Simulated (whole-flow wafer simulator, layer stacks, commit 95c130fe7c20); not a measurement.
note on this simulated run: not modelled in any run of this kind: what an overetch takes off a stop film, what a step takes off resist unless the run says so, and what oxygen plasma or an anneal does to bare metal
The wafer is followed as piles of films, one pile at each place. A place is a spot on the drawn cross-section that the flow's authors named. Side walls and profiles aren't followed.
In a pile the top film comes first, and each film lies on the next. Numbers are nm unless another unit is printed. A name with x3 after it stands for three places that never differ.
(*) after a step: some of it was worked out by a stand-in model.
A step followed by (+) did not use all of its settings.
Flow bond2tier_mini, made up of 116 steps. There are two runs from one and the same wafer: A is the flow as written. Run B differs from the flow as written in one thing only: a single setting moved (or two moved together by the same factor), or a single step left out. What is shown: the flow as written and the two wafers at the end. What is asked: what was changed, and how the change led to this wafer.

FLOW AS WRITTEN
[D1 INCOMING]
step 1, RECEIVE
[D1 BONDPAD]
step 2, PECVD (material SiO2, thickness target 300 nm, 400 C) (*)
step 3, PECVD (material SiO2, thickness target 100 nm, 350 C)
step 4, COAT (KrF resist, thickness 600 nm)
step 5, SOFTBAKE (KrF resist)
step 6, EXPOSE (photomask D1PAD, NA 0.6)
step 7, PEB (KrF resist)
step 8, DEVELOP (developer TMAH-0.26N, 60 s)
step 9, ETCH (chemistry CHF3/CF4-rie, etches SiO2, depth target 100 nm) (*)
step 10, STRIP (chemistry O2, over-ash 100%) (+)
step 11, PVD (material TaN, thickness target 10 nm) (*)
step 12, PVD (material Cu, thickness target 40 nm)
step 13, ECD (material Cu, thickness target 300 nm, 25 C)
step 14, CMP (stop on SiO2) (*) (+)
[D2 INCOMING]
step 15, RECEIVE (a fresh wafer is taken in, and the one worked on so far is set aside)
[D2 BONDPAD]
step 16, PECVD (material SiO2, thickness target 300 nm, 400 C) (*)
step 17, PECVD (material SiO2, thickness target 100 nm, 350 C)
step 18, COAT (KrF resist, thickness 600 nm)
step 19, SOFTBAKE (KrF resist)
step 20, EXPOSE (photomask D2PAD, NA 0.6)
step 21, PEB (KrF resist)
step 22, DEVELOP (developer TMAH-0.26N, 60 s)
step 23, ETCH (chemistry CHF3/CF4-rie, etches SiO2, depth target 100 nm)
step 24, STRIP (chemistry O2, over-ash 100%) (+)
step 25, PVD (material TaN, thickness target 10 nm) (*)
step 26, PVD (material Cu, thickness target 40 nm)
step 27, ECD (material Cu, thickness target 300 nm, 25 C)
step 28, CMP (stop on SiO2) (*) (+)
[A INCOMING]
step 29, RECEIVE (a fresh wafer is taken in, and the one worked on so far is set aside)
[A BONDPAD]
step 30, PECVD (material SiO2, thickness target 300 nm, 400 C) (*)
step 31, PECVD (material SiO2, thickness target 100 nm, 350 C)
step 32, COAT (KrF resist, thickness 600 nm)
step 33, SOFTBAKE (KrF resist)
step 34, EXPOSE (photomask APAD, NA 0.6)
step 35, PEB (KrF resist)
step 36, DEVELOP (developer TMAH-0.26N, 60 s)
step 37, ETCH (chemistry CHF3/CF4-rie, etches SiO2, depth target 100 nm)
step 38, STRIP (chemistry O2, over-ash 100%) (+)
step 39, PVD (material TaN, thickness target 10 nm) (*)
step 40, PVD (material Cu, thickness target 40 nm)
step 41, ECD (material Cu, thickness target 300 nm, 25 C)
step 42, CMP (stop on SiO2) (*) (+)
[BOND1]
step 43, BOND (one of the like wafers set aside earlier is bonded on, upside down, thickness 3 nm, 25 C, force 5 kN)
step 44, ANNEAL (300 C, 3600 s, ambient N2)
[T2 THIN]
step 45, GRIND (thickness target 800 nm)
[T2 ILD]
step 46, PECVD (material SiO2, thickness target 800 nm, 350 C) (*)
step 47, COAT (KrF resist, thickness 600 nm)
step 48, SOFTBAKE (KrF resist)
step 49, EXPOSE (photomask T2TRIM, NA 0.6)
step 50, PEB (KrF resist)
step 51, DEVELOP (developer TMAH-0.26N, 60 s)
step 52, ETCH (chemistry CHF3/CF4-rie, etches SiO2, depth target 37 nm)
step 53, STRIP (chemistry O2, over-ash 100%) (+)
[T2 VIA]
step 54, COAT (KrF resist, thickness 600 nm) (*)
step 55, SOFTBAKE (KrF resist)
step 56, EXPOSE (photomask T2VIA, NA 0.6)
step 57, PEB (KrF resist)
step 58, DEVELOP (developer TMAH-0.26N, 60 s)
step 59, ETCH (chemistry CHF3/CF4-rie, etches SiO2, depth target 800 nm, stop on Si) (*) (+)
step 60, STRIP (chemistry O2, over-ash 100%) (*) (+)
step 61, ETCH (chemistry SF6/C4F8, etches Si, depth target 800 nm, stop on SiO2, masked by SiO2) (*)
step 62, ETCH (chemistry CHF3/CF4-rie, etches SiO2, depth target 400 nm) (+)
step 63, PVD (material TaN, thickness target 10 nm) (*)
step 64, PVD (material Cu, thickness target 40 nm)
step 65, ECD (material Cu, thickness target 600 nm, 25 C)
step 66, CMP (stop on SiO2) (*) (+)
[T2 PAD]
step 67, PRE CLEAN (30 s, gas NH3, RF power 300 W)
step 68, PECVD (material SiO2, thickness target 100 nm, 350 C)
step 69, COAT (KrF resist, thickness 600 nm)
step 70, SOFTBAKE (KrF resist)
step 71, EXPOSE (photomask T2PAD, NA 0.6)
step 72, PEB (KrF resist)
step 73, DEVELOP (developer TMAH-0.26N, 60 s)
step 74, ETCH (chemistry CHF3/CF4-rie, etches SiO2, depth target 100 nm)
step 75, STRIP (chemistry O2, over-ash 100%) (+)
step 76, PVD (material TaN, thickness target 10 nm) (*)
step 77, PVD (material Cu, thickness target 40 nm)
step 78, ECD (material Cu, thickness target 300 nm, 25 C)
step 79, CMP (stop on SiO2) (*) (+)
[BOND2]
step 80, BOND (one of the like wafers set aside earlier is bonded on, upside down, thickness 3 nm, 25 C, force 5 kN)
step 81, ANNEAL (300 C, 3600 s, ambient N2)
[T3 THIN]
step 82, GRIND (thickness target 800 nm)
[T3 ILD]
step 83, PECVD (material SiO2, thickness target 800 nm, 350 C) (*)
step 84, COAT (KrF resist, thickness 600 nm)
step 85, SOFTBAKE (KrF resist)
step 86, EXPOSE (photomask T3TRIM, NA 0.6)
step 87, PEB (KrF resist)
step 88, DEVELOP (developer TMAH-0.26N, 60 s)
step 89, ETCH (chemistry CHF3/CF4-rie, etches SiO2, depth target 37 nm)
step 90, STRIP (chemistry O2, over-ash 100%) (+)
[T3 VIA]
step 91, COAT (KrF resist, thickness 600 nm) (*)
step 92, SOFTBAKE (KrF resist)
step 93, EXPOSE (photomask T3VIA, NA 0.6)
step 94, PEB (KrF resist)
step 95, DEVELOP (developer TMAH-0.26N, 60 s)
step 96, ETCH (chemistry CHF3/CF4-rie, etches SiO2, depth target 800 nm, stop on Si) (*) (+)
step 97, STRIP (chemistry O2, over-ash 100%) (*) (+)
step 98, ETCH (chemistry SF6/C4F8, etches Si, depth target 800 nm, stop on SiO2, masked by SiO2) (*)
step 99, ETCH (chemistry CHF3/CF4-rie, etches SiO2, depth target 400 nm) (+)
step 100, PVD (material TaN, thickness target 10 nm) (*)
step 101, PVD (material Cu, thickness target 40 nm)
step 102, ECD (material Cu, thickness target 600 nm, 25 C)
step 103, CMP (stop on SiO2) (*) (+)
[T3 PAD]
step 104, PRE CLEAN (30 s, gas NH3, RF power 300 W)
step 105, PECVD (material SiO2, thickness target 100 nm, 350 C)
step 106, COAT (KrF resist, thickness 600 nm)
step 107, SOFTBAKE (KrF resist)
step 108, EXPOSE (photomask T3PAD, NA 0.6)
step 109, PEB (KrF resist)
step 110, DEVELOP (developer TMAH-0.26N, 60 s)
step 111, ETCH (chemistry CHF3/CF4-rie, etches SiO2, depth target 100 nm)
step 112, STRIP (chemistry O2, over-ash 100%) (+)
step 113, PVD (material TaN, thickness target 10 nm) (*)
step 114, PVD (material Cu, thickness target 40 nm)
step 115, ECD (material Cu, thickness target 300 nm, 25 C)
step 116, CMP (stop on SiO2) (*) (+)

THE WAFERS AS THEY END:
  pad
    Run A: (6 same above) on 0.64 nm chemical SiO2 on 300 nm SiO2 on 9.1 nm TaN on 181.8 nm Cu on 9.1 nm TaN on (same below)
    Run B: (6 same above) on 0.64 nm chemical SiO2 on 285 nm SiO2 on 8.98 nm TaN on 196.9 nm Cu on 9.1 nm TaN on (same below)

Cause: step 23, ETCH: depth target 115 nm was run, whereas the flow has depth target 100 nm.

How this came from the change, step by step:
  step 23, ETCH (chemistry CHF3/CF4-rie, etches SiO2, depth target 100 nm)
      pad, via: A -100 SiO2 | B -115 SiO2
      field: A -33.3 KrF resist | B -38.3 KrF resist
  step 27, ECD (material Cu, thickness target 300 nm, 25 C)
      pad: A +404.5 Cu | B +420.1 Cu
      via: A +400.2 Cu | B +415.3 Cu
  step 80, BOND (one of the like wafers set aside earlier is bonded on, upside down, thickness 3 nm, 25 C, force 5 kN)
      pad: A +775 um Si (new film), +0.64 chemical SiO2 (new film), +300 SiO2 (new film), +9.1 TaN (new film), +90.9 Cu | B +775 um Si (new film), +0.64 chemical SiO2 (new film), +285 SiO2 (new film), +8.98 TaN (new film), +106 Cu
